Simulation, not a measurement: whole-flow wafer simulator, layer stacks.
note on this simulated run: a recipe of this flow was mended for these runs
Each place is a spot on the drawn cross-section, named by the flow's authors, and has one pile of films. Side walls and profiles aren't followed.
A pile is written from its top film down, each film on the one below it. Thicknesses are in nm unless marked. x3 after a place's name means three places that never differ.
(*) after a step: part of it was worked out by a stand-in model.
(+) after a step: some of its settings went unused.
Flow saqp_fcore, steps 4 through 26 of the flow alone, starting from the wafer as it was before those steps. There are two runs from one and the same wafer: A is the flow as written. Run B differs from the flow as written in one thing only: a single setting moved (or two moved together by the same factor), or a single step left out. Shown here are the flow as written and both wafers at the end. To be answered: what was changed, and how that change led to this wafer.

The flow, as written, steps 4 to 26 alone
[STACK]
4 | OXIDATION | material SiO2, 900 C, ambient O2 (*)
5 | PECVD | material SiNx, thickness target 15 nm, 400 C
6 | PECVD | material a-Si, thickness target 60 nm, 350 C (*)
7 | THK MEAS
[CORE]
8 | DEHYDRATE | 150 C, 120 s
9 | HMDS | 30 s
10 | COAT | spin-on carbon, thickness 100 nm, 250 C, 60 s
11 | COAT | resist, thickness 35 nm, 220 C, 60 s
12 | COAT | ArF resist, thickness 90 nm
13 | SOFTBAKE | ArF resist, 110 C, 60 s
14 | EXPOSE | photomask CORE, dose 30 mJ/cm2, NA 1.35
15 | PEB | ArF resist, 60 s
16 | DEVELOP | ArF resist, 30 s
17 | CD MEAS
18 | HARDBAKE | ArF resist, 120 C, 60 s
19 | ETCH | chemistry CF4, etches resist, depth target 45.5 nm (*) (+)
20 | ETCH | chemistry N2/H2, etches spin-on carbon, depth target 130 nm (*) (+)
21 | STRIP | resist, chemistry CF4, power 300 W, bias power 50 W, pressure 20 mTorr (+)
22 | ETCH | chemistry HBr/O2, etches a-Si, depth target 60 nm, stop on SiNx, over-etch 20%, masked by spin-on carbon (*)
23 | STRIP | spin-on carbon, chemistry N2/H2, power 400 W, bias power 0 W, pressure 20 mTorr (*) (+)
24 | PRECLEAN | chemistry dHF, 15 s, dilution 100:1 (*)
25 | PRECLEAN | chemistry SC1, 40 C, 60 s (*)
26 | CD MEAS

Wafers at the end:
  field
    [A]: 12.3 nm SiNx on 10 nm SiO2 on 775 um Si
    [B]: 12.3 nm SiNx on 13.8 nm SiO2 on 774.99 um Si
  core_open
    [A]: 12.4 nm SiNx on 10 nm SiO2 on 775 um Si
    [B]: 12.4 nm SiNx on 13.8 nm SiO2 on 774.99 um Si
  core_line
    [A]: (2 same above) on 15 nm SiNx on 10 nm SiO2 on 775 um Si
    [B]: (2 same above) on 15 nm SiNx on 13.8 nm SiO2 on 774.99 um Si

What caused this: step 4, OXIDATION: 935 C was run, though the flow has 900 C.

Step by step, how the change led to this:
  4 | OXIDATION | material SiO2, 900 C, ambient O2 (*)
      field, core_open, core_line: A SiO2 gains 10 (new film), chemical SiO2 loses 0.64 (all of it), Si loses 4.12 | B SiO2 gains 13.8 (new film), chemical SiO2 loses 0.64 (all of it), Si loses 5.78
